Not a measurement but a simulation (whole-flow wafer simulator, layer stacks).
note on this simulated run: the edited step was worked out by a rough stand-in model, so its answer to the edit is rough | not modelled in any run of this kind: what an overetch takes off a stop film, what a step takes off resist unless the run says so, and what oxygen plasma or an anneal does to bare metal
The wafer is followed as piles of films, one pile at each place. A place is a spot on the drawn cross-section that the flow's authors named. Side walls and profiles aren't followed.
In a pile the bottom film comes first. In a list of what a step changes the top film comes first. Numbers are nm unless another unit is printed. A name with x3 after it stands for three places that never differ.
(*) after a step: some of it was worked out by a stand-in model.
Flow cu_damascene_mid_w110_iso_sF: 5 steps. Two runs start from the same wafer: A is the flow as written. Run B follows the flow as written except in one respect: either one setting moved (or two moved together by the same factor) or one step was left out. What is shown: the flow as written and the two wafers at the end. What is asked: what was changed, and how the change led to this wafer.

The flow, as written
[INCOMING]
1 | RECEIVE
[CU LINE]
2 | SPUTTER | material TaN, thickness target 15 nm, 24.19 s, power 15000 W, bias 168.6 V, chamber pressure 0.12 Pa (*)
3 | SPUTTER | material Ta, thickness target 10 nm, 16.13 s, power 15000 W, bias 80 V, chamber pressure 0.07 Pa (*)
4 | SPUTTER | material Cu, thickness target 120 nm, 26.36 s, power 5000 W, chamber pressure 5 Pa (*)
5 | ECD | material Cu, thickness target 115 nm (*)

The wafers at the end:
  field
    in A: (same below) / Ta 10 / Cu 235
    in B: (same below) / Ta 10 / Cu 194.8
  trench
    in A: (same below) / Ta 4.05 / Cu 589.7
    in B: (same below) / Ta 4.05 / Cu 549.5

Cause: step 5, ECD: thickness target 74.8 nm was run, though the flow has thickness target 115 nm.

How this came from the change, step by step:
  5 | ECD | material Cu, thickness target 115 nm (*)
      field: A Cu gains 115 | B Cu gains 74.8
      trench: A Cu gains 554 | B Cu gains 513.8
